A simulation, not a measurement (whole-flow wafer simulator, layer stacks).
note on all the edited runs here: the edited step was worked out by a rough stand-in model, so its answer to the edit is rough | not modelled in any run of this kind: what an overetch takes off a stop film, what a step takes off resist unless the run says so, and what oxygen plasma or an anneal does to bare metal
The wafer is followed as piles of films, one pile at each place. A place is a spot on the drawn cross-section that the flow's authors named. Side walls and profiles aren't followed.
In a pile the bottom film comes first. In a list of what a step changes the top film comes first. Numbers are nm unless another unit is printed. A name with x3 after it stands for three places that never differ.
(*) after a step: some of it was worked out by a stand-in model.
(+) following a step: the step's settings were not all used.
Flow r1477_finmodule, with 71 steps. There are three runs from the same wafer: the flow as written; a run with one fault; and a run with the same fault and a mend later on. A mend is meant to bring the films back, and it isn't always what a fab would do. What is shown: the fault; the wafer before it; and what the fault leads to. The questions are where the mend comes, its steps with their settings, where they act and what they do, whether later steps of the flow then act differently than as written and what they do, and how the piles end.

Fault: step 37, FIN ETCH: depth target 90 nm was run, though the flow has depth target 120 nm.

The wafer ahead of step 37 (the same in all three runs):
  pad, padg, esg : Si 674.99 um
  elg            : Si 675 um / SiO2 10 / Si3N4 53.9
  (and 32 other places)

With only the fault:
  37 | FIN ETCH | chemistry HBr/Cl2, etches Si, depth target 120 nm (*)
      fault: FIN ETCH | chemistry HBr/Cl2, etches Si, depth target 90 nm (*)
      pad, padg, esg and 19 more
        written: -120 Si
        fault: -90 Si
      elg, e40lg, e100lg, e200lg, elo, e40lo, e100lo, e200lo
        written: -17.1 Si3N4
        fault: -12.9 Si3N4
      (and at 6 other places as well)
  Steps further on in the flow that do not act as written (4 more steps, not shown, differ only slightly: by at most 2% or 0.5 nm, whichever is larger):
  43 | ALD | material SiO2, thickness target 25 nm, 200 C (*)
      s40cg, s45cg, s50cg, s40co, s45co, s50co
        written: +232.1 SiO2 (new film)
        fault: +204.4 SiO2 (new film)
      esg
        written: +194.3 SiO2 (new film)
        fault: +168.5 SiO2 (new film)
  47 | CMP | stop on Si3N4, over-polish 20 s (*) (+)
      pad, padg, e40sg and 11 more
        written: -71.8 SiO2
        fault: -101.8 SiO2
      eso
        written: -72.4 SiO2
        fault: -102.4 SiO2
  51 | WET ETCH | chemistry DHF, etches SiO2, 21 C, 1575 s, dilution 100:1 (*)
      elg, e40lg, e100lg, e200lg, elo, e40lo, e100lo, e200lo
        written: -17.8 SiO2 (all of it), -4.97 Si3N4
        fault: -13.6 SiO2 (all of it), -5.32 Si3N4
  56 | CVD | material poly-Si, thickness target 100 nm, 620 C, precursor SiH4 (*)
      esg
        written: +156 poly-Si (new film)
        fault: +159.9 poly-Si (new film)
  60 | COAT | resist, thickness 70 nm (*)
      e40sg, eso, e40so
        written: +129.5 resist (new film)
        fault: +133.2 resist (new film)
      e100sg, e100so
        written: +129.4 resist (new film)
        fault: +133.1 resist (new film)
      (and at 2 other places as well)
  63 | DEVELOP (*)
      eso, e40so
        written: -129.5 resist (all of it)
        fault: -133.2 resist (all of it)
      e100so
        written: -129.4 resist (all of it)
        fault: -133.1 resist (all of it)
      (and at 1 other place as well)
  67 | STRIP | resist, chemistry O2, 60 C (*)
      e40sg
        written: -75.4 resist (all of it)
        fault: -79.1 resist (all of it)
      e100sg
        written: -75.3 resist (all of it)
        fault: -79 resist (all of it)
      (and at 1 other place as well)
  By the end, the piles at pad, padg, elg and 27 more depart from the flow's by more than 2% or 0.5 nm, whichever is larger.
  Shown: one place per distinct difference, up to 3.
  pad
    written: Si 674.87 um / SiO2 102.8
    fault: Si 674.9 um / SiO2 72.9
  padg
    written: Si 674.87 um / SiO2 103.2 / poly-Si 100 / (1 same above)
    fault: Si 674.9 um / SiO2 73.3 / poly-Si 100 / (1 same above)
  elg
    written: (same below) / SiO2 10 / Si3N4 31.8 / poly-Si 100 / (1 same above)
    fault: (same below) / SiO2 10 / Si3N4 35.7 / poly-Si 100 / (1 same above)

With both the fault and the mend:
  After step 38 comes the mend.
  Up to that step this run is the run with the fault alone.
  38a | FIN ETCH | chemistry HBr/Cl2, etches Si, depth target 30 nm (*) (the flow's step 37, run once more with other settings)
      pad, padg, esg and 19 more
        -30 Si
      elg, e40lg, e100lg, e200lg, elo, e40lo, e100lo, e200lo
        -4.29 Si3N4
      s40sg_line, s45sg_line, s50sg_line, s40so_line, s45so_line, s50so_line
        -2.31 SiO2
  None of the later steps of the flow acts differently than as written at any place that is followed.
  By the end, the piles equal the flow's at every place that both follow.
